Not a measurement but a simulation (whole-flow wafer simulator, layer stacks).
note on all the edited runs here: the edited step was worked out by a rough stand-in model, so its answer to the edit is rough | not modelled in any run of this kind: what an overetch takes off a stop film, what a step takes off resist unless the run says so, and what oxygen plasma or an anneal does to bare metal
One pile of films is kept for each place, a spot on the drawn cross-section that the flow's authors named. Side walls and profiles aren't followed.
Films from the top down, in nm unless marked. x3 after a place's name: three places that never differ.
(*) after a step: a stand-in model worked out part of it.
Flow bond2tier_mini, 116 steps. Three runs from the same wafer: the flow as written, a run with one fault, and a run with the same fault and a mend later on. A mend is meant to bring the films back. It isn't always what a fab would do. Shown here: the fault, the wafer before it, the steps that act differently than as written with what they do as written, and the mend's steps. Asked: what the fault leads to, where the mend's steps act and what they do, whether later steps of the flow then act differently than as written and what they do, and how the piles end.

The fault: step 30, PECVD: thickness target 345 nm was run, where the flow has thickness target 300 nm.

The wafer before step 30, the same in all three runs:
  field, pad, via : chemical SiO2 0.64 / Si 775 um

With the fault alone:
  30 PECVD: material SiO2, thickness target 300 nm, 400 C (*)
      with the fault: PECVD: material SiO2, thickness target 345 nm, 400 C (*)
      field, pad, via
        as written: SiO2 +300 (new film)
        with the fault: SiO2 +345 (new film)
  No later step of the flow acts differently than as written at any place that is followed.
  At the end the piles differ from the flow's by more than 2% or 0.5 nm, whichever is larger, at field, pad.
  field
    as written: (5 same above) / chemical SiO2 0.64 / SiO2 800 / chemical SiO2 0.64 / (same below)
    with the fault: (5 same above) / chemical SiO2 0.64 / SiO2 845 / chemical SiO2 0.64 / (same below)
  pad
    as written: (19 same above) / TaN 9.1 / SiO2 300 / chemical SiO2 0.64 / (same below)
    with the fault: (19 same above) / TaN 9.1 / SiO2 345 / chemical SiO2 0.64 / (same below)

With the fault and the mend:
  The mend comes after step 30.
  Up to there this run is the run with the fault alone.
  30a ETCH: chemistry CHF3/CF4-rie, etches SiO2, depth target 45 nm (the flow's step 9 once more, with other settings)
      field, pad, via
        SiO2 -45
  No later step of the flow acts differently than as written at any place that is followed.
  At the end the piles are the same as the flow's at every place that both follow.
